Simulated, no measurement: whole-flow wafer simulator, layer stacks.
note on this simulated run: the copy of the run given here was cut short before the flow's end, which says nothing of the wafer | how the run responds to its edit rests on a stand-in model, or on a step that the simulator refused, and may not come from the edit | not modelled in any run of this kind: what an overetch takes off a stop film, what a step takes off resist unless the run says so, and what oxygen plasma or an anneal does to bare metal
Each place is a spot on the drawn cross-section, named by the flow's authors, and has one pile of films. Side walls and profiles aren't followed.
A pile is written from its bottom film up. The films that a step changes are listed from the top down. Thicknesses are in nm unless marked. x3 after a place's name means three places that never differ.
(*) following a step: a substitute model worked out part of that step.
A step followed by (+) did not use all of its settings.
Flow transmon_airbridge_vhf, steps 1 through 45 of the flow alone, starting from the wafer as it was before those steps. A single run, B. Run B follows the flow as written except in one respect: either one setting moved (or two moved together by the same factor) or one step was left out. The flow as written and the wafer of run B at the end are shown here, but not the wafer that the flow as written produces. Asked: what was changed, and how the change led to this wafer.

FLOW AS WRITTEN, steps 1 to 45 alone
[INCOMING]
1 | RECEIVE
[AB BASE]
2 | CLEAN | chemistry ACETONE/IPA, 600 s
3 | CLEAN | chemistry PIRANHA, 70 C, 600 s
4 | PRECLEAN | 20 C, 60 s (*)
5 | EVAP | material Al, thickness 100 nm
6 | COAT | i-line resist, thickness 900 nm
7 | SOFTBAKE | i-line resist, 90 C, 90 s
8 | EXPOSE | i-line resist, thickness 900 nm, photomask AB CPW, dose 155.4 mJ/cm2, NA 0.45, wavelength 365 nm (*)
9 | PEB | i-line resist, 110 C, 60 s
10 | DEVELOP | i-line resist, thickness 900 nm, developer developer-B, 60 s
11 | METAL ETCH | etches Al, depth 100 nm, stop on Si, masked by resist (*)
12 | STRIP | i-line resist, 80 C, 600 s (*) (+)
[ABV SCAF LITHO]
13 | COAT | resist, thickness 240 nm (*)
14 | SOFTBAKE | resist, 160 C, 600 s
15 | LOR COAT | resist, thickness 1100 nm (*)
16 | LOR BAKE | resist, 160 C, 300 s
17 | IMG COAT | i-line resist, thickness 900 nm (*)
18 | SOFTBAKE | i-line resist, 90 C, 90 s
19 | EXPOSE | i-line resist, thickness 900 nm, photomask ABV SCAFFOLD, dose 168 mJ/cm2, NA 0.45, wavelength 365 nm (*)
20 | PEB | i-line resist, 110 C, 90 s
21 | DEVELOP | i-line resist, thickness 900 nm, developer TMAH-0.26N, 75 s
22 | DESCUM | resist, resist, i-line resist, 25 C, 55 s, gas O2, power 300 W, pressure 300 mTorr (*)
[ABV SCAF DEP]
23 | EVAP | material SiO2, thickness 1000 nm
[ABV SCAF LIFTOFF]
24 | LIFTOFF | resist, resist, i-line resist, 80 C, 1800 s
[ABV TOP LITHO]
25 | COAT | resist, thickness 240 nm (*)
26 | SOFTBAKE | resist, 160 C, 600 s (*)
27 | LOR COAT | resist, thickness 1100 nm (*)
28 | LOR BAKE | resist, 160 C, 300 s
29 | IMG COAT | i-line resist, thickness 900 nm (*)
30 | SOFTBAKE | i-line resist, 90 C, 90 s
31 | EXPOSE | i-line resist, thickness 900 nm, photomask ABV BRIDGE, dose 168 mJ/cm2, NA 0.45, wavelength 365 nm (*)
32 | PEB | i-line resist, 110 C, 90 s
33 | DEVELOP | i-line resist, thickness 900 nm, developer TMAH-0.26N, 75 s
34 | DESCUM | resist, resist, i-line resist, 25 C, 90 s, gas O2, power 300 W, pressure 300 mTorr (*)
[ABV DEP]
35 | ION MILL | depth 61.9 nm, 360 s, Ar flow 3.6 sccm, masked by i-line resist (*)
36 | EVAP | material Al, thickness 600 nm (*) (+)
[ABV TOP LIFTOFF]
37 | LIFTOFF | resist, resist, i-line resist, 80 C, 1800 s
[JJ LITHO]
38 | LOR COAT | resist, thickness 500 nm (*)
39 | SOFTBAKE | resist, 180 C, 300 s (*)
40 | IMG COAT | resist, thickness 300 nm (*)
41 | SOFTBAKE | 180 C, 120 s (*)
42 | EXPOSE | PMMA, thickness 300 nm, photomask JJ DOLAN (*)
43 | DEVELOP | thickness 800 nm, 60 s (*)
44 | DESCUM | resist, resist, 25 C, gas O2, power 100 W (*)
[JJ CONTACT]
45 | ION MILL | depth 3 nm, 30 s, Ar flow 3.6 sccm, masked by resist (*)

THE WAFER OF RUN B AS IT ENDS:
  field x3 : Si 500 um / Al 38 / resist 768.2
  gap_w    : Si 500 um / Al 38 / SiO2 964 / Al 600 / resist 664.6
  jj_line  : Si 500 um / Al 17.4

The reason: step 5, EVAP: thickness 138 nm was run, while the flow as written has thickness 100 nm.

The path from the change to this, step by step:
  5 | EVAP | material Al, thickness 100 nm
      field x3, jj_line, ground_far and 12 more: +138 Al (new film) (as written it would have been: +100 Al (new film))
  11 | METAL ETCH | etches Al, depth 100 nm, stop on Si, masked by resist (*)
      field x3, jj_line, gap_w, gap_e: -100 Al (as written it would have been: -100 Al (all of it))
  45 | ION MILL | depth 3 nm, 30 s, Ar flow 3.6 sccm, masked by resist (*)
      jj_line: -20.6 Al (as written it would have been: -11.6 Si)
With metal films that touch counted as one body, field x3 has 1 body; the flow as written gives 0 bodies.
With metal films that touch counted as one body, gap_w has 2 bodies (between them, from the top down: SiO2 964); the flow as written gives 1 body.
With metal films that touch counted as one body, jj_line has 1 body; the flow as written gives 0 bodies.
